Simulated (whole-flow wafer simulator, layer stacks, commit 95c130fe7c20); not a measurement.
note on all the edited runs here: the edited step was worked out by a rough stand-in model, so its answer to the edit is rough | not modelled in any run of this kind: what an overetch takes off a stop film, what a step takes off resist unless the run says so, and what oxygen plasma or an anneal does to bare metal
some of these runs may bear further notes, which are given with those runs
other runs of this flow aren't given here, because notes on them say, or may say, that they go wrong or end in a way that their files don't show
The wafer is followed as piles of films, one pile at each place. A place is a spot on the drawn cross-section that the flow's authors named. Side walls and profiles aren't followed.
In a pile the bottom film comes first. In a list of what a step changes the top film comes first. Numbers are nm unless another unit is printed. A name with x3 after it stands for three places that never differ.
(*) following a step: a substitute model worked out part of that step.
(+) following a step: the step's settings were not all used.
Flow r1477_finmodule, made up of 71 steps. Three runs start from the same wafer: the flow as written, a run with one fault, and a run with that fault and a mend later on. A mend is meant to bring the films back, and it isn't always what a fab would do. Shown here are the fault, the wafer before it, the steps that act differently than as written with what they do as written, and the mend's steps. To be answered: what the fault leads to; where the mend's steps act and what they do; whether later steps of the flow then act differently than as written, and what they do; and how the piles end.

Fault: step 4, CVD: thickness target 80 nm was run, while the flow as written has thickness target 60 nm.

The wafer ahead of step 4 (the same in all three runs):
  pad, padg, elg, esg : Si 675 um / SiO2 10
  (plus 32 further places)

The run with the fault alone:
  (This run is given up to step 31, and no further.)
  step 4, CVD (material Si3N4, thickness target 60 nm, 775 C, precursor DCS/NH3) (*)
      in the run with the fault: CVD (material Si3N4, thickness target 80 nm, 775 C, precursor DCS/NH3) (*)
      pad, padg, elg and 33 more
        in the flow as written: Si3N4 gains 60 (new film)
        in the run with the fault: Si3N4 gains 80 (new film)
  Later steps of the flow acting differently than as written:
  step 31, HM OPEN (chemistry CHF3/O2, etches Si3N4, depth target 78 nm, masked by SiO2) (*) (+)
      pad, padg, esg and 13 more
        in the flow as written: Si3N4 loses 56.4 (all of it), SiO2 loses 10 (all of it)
        in the run with the fault: Si3N4 loses 76.4 (all of it), SiO2 loses 0.81
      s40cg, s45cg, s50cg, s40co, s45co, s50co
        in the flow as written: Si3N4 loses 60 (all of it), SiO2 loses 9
        in the run with the fault: Si3N4 loses 78
  After step 31, at pad, padg, elg and 33 more, the piles differ from the flow's by more than 2% or 0.5 nm, whichever is larger.
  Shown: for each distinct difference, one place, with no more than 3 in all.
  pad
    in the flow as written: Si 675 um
    in the run with the fault: Si 675 um / SiO2 9.19
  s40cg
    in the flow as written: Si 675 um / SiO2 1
    in the run with the fault: Si 675 um / SiO2 10 / Si3N4 2
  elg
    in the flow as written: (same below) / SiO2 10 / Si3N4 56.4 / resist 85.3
    in the run with the fault: (same below) / SiO2 10 / Si3N4 76.4 / resist 85.3

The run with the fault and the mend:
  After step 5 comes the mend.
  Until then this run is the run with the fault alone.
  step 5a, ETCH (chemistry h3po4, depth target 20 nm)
      pad, padg, elg and 33 more
        Si3N4 loses 20
  Every later step of the flow that is run acts as written at every place that is followed.
  The piles end the same as the flow's at every place that both follow.
